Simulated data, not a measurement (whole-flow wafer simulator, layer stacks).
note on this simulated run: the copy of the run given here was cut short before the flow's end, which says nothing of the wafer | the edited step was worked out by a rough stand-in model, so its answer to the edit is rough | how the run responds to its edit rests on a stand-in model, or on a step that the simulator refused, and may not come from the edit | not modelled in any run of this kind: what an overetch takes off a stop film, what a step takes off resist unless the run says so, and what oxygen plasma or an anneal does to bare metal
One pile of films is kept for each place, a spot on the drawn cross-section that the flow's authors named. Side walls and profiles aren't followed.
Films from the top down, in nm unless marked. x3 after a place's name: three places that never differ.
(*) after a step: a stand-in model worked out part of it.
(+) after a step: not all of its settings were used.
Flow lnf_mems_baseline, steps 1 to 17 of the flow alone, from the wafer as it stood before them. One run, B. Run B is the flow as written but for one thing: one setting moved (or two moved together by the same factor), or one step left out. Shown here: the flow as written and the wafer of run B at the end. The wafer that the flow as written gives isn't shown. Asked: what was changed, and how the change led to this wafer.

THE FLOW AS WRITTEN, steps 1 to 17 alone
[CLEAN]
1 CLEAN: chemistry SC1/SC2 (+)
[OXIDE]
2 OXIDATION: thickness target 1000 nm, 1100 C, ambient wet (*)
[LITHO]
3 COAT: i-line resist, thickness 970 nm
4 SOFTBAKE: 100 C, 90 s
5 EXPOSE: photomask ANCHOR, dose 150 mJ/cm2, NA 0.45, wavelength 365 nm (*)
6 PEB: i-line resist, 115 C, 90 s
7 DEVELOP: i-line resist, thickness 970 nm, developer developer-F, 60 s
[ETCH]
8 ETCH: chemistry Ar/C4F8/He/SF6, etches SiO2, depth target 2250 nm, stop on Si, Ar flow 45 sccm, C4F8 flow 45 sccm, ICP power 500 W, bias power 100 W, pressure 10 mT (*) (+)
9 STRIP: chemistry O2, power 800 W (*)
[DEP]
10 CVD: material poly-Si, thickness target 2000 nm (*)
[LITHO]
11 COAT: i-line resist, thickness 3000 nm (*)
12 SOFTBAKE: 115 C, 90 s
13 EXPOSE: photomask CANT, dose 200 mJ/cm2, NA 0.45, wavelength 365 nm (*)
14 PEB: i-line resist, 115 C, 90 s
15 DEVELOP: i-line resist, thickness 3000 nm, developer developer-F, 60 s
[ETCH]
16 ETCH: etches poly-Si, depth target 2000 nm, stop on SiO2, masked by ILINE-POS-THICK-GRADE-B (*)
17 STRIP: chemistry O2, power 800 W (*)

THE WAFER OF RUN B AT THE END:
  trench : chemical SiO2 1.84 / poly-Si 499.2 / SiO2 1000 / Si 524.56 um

The cause: step 16, ETCH: depth target 1500 nm was run, where the flow has depth target 2000 nm.

How the change led to this, step by step:
  16 ETCH: etches poly-Si, depth target 2000 nm, stop on SiO2, masked by ILINE-POS-THICK-GRADE-B (*)
      trench, char_slit: poly-Si -1500 (as written it would be: poly-Si -2000 (all of it))
      field, anchor, beam: i-line resist -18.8 (as written it would be: i-line resist -25)
  17 STRIP: chemistry O2, power 800 W (*)
      trench, char_slit: chemical SiO2 +1.84 (new film), poly-Si -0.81 (as written it would be: nothing)
